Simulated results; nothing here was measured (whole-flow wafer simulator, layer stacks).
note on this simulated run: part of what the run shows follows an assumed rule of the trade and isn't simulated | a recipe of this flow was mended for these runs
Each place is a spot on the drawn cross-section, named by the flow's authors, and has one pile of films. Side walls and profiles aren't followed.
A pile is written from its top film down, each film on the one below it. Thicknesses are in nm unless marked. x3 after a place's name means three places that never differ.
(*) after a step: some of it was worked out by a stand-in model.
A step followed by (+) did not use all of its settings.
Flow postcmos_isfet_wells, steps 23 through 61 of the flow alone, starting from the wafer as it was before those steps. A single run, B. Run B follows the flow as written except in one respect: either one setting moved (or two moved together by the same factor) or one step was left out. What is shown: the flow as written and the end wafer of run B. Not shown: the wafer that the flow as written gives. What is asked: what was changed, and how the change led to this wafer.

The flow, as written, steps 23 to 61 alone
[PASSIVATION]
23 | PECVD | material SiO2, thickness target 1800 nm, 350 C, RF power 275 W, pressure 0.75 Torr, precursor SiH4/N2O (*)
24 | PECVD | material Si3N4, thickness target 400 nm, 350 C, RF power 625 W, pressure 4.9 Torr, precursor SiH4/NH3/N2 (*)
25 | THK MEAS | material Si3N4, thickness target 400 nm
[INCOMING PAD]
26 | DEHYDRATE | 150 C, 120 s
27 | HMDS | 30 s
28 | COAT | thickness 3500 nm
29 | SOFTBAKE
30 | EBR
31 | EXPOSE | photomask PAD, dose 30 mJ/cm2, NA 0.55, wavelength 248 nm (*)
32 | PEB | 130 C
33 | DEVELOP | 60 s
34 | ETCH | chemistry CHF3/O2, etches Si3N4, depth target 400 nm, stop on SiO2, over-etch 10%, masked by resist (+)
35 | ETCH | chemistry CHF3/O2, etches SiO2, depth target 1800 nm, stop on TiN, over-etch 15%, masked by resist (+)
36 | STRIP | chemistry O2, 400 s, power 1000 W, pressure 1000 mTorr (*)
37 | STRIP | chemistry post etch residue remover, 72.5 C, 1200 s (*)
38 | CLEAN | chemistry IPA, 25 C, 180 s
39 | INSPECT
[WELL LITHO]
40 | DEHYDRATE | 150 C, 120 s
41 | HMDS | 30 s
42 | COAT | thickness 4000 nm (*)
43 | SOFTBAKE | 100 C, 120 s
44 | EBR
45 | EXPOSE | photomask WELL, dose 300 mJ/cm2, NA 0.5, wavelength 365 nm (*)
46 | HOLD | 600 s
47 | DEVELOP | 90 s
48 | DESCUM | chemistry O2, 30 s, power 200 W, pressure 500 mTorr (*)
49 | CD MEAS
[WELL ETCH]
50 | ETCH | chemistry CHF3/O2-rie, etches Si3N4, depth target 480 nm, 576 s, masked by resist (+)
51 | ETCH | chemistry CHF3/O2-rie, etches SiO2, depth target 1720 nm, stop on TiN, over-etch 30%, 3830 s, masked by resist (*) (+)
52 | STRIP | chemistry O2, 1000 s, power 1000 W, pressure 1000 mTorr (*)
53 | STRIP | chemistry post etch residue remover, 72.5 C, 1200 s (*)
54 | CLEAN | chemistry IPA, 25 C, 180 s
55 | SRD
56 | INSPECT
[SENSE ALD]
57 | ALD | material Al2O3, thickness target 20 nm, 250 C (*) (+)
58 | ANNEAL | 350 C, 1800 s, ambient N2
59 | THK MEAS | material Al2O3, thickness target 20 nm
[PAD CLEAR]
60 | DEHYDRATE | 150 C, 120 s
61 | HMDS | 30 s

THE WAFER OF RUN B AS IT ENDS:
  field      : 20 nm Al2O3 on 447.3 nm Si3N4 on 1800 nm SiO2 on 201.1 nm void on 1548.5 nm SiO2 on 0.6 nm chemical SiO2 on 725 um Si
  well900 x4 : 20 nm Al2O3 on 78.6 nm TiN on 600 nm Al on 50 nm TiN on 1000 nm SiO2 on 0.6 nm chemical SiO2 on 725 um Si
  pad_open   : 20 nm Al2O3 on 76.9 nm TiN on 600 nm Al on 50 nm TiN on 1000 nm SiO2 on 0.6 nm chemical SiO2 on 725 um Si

Cause: step 24, PECVD: thickness target 448 nm was run, whereas the flow has thickness target 400 nm; step 50, ETCH: 645 s was run, where the flow has 576 s.

How this came from the change, step by step:
  24 | PECVD | material Si3N4, thickness target 400 nm, 350 C, RF power 625 W, pressure 4.9 Torr, precursor SiH4/NH3/N2 (*)
      field, margin x2, well900 x4, pad_clr, pad_open: Si3N4 gains 448 (new film) (it would be, as written: Si3N4 gains 400 (new film))
  34 | ETCH | chemistry CHF3/O2, etches Si3N4, depth target 400 nm, stop on SiO2, over-etch 10%, masked by resist (+)
      pad_open: Si3N4 loses 440 (it would be, as written: Si3N4 loses 400 (all of it), SiO2 loses 20)
  35 | ETCH | chemistry CHF3/O2, etches SiO2, depth target 1800 nm, stop on TiN, over-etch 15%, masked by resist (+)
      pad_open: Si3N4 loses 8 (all of it), SiO2 loses 1800 (all of it), TiN loses 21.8 (it would be, as written: SiO2 loses 1780 (all of it), TiN loses 24.2)
  43 | SOFTBAKE | 100 C, 120 s
      pad_clr: thick-g/i-line-resist loses 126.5 (it would be, as written: thick-g/i-line-resist loses 123)
  50 | ETCH | chemistry CHF3/O2-rie, etches Si3N4, depth target 480 nm, 576 s, masked by resist (+)
      field, margin x2, pad_clr, pad_open: thick-g/i-line-resist loses 166.6 (it would be, as written: thick-g/i-line-resist loses 148.8)
      well900 x4: Si3N4 loses 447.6 (all of it), SiO2 loses 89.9 (it would be, as written: Si3N4 loses 399.6 (all of it), SiO2 loses 80.4)
